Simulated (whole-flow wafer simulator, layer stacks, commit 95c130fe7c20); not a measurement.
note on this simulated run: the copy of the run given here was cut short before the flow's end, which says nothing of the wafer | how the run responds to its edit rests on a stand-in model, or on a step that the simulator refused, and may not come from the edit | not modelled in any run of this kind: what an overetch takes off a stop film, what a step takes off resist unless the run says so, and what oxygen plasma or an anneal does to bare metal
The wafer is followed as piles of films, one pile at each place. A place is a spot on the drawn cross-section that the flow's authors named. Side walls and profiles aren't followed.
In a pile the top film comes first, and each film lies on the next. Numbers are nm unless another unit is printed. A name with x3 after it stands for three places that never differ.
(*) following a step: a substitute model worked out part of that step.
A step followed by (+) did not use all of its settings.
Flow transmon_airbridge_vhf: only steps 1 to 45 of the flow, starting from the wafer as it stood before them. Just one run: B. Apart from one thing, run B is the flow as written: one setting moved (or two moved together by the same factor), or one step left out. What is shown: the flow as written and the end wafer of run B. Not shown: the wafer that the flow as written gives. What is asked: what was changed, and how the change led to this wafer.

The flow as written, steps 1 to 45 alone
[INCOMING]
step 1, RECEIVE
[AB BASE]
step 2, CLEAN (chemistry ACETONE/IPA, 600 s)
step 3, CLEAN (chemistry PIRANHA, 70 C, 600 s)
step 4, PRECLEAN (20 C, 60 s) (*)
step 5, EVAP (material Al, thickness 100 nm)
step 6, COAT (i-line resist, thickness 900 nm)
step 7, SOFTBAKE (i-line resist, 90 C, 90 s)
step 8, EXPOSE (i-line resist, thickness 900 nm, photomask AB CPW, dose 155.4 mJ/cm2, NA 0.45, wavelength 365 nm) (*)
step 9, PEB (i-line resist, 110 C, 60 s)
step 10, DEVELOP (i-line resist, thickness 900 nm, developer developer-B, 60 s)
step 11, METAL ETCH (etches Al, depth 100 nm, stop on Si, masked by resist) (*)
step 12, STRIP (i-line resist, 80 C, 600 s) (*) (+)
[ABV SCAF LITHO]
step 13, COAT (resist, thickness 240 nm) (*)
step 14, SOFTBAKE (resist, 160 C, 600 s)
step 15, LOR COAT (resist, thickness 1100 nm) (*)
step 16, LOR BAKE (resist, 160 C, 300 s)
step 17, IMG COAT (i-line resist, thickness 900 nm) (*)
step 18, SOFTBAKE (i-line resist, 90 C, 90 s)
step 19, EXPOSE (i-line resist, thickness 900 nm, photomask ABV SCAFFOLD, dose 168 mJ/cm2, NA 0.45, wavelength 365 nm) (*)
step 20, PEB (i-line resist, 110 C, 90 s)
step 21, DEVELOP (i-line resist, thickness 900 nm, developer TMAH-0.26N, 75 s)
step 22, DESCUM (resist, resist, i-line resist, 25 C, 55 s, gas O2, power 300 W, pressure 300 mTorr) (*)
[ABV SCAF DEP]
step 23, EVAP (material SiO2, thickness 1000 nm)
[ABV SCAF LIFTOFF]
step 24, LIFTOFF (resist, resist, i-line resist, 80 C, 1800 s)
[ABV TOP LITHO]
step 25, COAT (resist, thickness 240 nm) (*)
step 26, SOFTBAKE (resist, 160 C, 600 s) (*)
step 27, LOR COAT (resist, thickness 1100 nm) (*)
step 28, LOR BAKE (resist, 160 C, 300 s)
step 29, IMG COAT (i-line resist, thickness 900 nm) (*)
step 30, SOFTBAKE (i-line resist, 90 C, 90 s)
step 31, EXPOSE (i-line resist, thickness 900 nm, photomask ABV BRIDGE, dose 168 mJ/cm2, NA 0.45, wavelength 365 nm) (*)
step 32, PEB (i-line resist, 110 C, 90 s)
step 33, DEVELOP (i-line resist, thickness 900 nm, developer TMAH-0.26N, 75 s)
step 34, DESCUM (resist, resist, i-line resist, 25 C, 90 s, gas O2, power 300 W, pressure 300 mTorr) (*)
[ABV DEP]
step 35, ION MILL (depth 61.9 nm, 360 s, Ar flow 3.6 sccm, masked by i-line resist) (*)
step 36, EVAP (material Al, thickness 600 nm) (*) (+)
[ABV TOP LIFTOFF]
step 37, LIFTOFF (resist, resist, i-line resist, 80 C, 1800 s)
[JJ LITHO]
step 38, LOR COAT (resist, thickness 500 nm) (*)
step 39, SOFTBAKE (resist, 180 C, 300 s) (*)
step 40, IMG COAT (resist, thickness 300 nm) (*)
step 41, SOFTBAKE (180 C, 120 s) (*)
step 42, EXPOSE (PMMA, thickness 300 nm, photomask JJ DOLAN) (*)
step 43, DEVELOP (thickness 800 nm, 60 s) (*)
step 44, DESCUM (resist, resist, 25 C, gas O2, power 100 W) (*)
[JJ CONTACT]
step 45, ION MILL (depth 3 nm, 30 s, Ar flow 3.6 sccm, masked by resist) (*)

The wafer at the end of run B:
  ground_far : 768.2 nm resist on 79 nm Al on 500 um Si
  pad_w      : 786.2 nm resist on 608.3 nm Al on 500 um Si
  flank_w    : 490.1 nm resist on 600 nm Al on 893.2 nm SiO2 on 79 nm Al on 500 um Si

The reason: step 5, EVAP: thickness 79 nm was run, though the flow has thickness 100 nm.
One can read it off the wafer: ground_far has Al 79, and step 5 as written asks for 100 nm.

How this came from the change, step by step:
  step 5, EVAP (material Al, thickness 100 nm)
      field x3, jj_line, ground_far and 12 more: +79 Al (new film) (it would be, as written: +100 Al (new film))
  step 11, METAL ETCH (etches Al, depth 100 nm, stop on Si, masked by resist) (*)
      field x3, jj_line, gap_w, gap_e: -79 Al (all of it) (it would be, as written: -100 Al (all of it))
